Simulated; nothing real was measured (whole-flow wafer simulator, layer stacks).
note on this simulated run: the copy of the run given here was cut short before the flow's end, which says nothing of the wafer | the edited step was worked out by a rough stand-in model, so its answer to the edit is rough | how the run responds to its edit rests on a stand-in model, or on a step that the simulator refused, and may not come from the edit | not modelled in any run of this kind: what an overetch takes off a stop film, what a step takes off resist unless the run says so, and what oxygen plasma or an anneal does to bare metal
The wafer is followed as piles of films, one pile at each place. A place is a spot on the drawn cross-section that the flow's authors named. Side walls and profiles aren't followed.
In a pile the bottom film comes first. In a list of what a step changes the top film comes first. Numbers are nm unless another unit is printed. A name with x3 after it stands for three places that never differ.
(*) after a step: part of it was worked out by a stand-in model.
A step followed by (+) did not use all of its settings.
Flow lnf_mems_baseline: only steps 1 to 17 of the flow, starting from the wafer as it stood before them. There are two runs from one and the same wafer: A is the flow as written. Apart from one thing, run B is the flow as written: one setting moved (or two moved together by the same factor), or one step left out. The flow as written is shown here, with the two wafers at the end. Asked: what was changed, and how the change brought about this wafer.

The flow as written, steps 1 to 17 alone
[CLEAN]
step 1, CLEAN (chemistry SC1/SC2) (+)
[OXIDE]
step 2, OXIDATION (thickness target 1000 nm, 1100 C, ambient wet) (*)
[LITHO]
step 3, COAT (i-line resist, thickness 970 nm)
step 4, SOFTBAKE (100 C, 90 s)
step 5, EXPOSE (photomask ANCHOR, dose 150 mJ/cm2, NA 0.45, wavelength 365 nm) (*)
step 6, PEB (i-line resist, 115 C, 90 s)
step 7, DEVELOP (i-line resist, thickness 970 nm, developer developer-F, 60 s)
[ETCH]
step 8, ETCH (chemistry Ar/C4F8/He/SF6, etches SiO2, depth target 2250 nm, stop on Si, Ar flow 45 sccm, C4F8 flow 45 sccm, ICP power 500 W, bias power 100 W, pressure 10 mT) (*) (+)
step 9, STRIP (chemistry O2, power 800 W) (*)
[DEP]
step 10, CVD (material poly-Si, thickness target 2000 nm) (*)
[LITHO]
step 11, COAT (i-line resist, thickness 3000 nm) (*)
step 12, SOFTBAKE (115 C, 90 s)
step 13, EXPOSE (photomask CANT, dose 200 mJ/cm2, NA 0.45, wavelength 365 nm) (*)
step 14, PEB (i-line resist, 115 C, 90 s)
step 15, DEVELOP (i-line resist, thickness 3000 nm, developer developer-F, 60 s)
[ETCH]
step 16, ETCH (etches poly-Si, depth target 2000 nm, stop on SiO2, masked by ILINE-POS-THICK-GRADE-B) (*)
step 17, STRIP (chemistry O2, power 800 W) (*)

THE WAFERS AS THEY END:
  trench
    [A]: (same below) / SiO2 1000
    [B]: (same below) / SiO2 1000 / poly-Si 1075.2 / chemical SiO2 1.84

Cause: step 16, ETCH: depth target 924 nm was run, while the flow as written has depth target 2000 nm.

Step by step, how the change led to this:
  step 16, ETCH (etches poly-Si, depth target 2000 nm, stop on SiO2, masked by ILINE-POS-THICK-GRADE-B) (*)
      trench, char_slit: A poly-Si loses 2000 (all of it) | B poly-Si loses 924
      field, beam: A i-line resist loses 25 | B i-line resist loses 11.6
      (and at 1 other place as well)
  step 17, STRIP (chemistry O2, power 800 W) (*)
      trench, char_slit: A nothing | B chemical SiO2 gains 1.84 (new film), poly-Si loses 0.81
